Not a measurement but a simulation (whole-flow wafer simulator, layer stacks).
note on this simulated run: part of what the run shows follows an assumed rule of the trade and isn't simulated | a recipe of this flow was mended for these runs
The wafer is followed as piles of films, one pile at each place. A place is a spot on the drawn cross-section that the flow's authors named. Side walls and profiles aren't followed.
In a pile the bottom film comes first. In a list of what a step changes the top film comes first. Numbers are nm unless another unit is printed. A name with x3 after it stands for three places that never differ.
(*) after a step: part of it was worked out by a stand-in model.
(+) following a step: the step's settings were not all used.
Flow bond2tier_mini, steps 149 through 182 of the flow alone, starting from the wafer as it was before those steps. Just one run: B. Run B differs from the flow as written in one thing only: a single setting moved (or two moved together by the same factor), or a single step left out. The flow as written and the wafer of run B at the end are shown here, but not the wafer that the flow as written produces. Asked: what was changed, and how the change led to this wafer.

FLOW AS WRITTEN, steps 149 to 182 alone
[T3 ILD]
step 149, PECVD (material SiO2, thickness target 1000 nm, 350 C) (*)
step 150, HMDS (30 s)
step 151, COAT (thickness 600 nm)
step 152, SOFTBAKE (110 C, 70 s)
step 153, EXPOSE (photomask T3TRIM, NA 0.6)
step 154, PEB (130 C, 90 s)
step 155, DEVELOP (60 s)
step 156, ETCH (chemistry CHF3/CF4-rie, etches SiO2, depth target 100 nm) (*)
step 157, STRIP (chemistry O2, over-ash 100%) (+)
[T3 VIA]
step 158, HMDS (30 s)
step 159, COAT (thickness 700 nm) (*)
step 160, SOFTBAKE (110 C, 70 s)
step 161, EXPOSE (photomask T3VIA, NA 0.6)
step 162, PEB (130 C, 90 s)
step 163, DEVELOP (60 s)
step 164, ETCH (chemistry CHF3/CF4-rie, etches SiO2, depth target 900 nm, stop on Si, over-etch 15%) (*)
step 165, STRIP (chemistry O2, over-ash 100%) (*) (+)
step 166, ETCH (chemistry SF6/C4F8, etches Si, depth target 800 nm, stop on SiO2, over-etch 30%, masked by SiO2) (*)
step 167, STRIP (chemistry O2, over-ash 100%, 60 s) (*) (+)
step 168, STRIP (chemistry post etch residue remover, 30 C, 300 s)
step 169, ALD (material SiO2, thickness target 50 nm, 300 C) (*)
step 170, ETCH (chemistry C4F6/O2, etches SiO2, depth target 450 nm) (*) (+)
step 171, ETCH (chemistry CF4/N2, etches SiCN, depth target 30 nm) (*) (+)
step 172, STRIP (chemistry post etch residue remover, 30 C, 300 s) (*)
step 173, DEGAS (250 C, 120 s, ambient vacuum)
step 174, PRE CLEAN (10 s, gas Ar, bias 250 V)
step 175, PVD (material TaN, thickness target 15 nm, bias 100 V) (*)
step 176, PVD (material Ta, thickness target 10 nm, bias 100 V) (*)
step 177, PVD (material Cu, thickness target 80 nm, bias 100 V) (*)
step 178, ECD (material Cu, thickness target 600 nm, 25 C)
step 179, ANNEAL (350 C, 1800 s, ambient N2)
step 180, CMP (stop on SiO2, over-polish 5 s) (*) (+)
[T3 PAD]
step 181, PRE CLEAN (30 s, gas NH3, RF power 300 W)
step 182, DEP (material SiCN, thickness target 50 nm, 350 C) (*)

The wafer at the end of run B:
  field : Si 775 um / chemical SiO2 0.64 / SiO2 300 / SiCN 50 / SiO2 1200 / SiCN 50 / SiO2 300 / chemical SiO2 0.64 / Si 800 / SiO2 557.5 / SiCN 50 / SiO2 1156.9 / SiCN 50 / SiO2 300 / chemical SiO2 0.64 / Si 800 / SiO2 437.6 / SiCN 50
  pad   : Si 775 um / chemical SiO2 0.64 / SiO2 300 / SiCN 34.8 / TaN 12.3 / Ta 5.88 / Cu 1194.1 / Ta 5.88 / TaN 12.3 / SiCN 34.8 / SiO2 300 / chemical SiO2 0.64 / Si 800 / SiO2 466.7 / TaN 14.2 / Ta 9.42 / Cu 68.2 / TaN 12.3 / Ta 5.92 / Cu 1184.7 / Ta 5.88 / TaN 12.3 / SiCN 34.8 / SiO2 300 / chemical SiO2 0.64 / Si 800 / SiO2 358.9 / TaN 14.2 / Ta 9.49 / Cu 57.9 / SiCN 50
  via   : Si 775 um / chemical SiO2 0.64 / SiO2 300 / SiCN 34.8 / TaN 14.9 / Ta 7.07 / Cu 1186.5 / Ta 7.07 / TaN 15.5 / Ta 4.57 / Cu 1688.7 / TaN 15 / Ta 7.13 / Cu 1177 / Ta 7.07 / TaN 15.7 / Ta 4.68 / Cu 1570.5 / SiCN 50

The reason: step 149, PECVD: thickness target 880 nm was run, while the flow as written has thickness target 1000 nm; step 156, ETCH: depth target 88 nm was run, where the flow has depth target 100 nm.

The path from the change to this, step by step:
  step 149, PECVD (material SiO2, thickness target 1000 nm, 350 C) (*)
      field, pad, via: SiO2 gains 880 (new film) (in the flow as written it would be: SiO2 gains 1000 (new film))
  step 156, ETCH (chemistry CHF3/CF4-rie, etches SiO2, depth target 100 nm) (*)
      pad, via: SiO2 loses 88 (in the flow as written it would be: SiO2 loses 100)
      field: thick-KrF-resist loses 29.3 (in the flow as written it would be: thick-KrF-resist loses 33.3)
  step 164, ETCH (chemistry CHF3/CF4-rie, etches SiO2, depth target 900 nm, stop on Si, over-etch 15%) (*)
      field, pad: thick-KrF-resist loses 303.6 (in the flow as written it would be: thick-KrF-resist loses 345)
      via: SiO2 loses 792 (all of it), Si loses 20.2 (in the flow as written it would be: SiO2 loses 900 (all of it), Si loses 11.2)
  step 165, STRIP (chemistry O2, over-ash 100%) (*) (+)
      field: thick-KrF-resist loses 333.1 (all of it) (in the flow as written it would be: thick-KrF-resist loses 286.6 (all of it))
      pad: thick-KrF-resist loses 409.1 (all of it) (in the flow as written it would be: thick-KrF-resist loses 372.9 (all of it))
  step 177, PVD (material Cu, thickness target 80 nm, bias 100 V) (*)
      via: Cu gains 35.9 (new film) (in the flow as written it would be: Cu gains 35 (new film))
  step 178, ECD (material Cu, thickness target 600 nm, 25 C)
      via: Cu gains 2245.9 (in the flow as written it would be: Cu gains 2367)
